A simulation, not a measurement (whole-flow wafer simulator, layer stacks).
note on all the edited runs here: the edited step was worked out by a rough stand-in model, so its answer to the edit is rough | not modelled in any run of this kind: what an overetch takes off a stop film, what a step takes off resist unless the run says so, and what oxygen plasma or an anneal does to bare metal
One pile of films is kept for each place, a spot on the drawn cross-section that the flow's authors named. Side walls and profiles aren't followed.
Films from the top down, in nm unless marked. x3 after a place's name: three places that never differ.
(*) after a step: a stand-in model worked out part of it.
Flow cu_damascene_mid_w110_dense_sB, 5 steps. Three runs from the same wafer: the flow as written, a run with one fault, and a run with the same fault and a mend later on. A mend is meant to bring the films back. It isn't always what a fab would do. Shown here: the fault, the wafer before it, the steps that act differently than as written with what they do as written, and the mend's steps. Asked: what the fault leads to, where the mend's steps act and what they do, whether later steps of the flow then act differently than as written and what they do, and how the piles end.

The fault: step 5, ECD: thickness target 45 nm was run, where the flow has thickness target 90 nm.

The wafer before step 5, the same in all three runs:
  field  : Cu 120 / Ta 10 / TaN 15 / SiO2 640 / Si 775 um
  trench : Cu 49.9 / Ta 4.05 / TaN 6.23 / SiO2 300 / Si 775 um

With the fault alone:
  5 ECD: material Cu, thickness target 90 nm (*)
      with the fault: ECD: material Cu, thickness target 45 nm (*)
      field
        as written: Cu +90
        with the fault: Cu +45
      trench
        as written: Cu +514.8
        with the fault: Cu +469.8
  No later step of the flow acts differently than as written at any place that is followed.
  At the end the piles differ from the flow's by more than 2% or 0.5 nm, whichever is larger, at field, trench.
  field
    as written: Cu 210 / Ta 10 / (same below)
    with the fault: Cu 165 / Ta 10 / (same below)
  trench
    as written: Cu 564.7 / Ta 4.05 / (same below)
    with the fault: Cu 519.7 / Ta 4.05 / (same below)

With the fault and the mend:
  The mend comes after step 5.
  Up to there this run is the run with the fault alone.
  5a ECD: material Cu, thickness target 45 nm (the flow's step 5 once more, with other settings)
      field, trench
        Cu +45
  No later step of the flow acts differently than as written at any place that is followed.
  At the end the piles are the same as the flow's at every place that both follow.
